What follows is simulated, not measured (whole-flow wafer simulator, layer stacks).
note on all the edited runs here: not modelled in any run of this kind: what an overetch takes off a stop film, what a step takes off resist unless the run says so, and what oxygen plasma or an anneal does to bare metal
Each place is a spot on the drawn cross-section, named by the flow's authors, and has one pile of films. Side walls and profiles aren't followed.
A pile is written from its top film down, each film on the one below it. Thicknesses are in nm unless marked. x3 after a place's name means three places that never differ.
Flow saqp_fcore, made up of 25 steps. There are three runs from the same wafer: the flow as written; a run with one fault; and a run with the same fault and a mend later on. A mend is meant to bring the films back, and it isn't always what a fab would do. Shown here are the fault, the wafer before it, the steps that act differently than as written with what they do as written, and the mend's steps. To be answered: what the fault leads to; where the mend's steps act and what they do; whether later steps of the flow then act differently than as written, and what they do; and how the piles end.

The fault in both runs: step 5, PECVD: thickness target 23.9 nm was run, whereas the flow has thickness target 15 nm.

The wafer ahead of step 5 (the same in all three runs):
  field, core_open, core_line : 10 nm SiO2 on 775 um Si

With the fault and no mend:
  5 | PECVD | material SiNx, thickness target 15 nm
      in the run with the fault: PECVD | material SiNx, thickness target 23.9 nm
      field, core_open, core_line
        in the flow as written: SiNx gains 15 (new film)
        in the run with the fault: SiNx gains 23.9 (new film)
  Later steps of the flow that are run all act as written at every place that is followed.
  At field, core_open, core_line, the piles at the end differ from the flow's by more than 2% or 0.5 nm, whichever is larger.
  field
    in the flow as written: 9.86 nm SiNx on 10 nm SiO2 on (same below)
    in the run with the fault: 18.8 nm SiNx on 10 nm SiO2 on (same below)
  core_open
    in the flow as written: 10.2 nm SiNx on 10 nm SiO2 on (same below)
    in the run with the fault: 19.1 nm SiNx on 10 nm SiO2 on (same below)
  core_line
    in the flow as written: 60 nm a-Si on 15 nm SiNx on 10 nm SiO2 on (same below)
    in the run with the fault: 60 nm a-Si on 23.9 nm SiNx on 10 nm SiO2 on (same below)

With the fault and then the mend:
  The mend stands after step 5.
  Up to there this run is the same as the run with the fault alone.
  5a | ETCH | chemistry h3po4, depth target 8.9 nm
      field, core_open, core_line
        SiNx loses 8.9
  Later steps of the flow that are run all act as written at every place that is followed.
  By the end, the piles equal the flow's at every place that both follow.
